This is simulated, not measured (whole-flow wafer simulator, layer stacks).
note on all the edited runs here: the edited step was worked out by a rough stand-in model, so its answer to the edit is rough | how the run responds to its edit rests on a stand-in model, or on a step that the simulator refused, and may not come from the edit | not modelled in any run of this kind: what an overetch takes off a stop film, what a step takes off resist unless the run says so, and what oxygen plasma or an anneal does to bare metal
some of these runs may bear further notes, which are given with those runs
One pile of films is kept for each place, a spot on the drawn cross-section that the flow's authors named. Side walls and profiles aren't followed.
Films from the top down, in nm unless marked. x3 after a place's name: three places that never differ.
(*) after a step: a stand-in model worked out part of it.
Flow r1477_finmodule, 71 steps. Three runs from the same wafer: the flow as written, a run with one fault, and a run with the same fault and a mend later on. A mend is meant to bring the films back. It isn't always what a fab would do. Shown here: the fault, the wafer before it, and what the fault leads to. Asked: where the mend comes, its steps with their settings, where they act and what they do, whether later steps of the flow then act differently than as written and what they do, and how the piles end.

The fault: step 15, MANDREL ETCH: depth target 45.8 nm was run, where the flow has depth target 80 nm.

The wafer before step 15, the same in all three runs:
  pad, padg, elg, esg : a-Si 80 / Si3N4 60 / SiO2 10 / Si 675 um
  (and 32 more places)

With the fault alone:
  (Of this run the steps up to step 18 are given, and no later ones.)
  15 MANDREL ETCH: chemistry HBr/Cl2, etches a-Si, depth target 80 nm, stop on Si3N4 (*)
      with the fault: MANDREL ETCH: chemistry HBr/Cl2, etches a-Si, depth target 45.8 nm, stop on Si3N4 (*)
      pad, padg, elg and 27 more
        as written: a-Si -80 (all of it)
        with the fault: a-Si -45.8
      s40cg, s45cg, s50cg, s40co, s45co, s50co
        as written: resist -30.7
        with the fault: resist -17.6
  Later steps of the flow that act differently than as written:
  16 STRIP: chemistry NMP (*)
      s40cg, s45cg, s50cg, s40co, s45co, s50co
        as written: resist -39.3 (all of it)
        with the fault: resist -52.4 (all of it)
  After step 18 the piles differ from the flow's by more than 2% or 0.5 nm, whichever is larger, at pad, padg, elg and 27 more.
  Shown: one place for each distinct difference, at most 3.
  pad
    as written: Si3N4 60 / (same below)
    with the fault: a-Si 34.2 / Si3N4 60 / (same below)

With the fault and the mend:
  The mend comes after step 16.
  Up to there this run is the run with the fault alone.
  16a DEHYDRATE: 150 C, 120 s (the flow's step 9 once more)
      changes no film at any place that is followed
  16b COAT: resist, thickness 70 nm (*) (the flow's step 10 once more)
      pad, padg, elg and 15 more
        resist +70 (new film)
      s40cg, s40co
        resist +39.8 (new film)
      s40sg, s40so
        resist +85 (new film)
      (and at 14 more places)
  16c SOFTBAKE: 180 C, 180 s (*) (the flow's step 11 once more)
      changes no film at any place that is followed
  16d EXPOSE: resist, photomask FIN MANDREL (the flow's step 12 once more)
      changes no film at any place that is followed
  16e DEVELOP (*) (the flow's step 13 once more)
      pad, padg, elg and 15 more
        resist -70 (all of it)
      s40sg, s40so
        resist -85 (all of it)
      s40sg_line, s40so_line
        resist -85.3 (all of it)
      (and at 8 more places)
  16f MANDREL ETCH: chemistry HBr/Cl2, etches a-Si, depth target 34.2 nm, stop on Si3N4 (*) (the flow's step 15 once more, with other settings)
      pad, padg, elg and 27 more
        a-Si -34.2 (all of it)
      s40cg, s45cg, s50cg, s40co, s45co, s50co
        resist -13.1
  16g STRIP: chemistry NMP (*) (the flow's step 16 once more)
      s40cg, s40co
        resist -26.7 (all of it)
      s45cg, s45co
        resist -28.6 (all of it)
      s50cg, s50co
        resist -30.5 (all of it)
  No later step of the flow acts differently than as written at any place that is followed.
  At the end the piles are the same as the flow's at every place that both follow.
